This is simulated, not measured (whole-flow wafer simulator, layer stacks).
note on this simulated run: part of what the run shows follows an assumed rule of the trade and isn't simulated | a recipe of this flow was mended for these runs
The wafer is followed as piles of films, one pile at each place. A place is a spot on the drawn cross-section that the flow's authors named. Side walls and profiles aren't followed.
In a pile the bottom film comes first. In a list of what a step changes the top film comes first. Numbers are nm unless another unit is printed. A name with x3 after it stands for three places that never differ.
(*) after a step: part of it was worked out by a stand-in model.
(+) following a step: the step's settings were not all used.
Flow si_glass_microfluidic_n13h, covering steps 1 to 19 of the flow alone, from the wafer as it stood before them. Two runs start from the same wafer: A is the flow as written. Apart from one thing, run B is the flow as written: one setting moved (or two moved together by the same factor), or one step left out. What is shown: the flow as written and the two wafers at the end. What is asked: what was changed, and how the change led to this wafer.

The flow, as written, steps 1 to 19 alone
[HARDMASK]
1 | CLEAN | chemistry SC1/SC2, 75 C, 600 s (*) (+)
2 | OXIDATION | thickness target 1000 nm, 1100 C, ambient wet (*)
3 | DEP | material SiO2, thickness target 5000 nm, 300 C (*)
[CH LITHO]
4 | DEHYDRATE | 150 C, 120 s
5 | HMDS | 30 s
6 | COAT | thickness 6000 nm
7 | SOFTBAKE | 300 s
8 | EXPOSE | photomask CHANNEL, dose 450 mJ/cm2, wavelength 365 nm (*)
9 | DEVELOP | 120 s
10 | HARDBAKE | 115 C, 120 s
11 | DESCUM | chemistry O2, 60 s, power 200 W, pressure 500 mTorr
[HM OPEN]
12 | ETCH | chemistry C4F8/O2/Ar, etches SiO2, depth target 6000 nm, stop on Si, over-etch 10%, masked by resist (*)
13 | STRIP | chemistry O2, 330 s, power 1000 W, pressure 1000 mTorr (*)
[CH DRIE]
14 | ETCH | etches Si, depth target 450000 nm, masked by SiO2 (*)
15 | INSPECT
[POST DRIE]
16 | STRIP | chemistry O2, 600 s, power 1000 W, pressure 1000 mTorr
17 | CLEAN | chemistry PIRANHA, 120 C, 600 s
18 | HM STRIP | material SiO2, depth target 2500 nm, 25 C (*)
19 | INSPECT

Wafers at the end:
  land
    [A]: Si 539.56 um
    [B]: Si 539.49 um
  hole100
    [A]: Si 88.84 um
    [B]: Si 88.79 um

What caused this: step 2, OXIDATION: thickness target 1144 nm was run, whereas the flow has thickness target 1000 nm.

The path from the change to this, step by step:
  2 | OXIDATION | thickness target 1000 nm, 1100 C, ambient wet (*)
      land, hole100: A +1000 SiO2 (new film), -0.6 chemical SiO2 (all of it), -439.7 Si | B +1144 SiO2 (new film), -0.6 chemical SiO2 (all of it), -503.1 Si
  12 | ETCH | chemistry C4F8/O2/Ar, etches SiO2, depth target 6000 nm, stop on Si, over-etch 10%, masked by resist (*)
      hole100: A -6000 SiO2 (all of it), -75 Si | B -6144 SiO2 (all of it), -57 Si
  18 | HM STRIP | material SiO2, depth target 2500 nm, 25 C (*)
      land: A -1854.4 SiO2 (all of it) | B -1998.1 SiO2 (all of it)
